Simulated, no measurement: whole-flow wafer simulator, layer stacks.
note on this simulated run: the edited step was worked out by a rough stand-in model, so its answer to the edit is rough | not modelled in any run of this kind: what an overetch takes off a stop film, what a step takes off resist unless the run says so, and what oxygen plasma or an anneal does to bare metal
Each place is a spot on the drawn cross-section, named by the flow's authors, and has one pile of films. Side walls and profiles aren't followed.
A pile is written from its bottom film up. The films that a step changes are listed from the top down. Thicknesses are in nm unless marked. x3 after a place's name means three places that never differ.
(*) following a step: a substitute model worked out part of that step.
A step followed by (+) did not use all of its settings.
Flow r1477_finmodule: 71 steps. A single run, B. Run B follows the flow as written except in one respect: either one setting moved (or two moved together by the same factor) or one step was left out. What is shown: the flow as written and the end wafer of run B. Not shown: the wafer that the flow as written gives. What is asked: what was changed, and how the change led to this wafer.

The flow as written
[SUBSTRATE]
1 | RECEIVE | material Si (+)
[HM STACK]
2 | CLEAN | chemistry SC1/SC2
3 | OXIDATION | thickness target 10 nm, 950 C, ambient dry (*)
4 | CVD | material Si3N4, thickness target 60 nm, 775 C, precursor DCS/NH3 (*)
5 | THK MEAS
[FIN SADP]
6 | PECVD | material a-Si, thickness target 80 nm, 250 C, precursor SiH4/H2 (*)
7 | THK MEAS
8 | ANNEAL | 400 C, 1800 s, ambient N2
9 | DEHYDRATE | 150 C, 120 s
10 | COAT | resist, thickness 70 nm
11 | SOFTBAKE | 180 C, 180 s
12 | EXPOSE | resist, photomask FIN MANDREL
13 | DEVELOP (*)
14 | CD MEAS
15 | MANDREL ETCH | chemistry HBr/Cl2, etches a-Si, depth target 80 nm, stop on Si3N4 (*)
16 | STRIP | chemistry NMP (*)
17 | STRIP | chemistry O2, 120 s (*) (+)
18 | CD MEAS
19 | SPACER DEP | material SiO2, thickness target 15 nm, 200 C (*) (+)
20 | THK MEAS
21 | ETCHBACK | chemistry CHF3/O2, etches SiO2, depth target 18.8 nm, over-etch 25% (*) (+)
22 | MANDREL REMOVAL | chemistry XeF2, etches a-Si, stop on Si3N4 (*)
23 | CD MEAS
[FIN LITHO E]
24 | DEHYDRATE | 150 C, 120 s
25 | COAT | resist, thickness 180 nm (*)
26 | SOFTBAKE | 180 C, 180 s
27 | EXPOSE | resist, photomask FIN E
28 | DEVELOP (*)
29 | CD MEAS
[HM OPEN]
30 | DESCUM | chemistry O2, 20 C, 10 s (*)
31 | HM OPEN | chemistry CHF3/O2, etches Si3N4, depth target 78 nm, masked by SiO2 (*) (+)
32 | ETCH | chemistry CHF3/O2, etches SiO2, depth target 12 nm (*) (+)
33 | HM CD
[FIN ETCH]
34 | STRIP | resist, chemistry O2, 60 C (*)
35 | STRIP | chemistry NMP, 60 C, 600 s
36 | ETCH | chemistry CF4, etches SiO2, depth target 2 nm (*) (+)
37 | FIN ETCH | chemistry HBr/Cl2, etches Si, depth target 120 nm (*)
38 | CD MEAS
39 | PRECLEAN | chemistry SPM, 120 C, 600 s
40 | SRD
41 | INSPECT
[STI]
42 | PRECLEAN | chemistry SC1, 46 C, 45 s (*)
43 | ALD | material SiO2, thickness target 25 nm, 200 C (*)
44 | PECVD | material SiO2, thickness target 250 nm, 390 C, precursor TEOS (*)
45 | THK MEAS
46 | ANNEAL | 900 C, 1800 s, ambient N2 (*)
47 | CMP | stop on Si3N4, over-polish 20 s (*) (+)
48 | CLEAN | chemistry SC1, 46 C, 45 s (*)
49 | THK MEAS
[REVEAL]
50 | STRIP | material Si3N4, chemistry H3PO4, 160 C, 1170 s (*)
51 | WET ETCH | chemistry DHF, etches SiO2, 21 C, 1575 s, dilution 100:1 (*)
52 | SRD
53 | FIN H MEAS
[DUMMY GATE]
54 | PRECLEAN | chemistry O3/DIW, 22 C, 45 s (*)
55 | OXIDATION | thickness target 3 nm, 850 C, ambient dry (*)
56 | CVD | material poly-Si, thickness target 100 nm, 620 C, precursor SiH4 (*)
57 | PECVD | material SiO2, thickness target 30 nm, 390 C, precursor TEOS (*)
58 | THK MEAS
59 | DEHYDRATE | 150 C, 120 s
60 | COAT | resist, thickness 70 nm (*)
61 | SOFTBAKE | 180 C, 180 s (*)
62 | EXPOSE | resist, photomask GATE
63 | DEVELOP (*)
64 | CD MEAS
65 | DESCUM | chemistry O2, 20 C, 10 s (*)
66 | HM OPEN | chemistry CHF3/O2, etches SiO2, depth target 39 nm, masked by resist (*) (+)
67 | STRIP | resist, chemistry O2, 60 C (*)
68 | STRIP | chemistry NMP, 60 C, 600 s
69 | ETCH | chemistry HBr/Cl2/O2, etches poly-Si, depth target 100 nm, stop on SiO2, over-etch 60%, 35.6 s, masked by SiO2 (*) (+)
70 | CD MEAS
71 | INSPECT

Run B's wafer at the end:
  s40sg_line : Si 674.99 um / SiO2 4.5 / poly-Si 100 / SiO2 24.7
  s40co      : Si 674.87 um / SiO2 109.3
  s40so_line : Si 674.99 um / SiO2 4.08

Cause: step 55, OXIDATION: thickness target 4.5 nm was run, whereas the flow has thickness target 3 nm.
The wafer lets one read it off: s40sg_line has SiO2 4.5, and step 55 as written asks for 3 nm.

Step by step, how the change led to this:
  55 | OXIDATION | thickness target 3 nm, 850 C, ambient dry (*)
      s40sg_line, s45sg_line, s50sg_line, s40so_line, s45so_line, s50so_line: SiO2 gains 4.5 (new film), chemical SiO2 loses 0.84 (all of it), Si loses 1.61 (in the flow as written it would be: SiO2 gains 3 (new film), chemical SiO2 loses 0.84 (all of it), Si loses 0.95)
  67 | STRIP | resist, chemistry O2, 60 C (*)
      s40sg: resist loses 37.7 (all of it) (in the flow as written it would be: resist loses 36.9 (all of it))
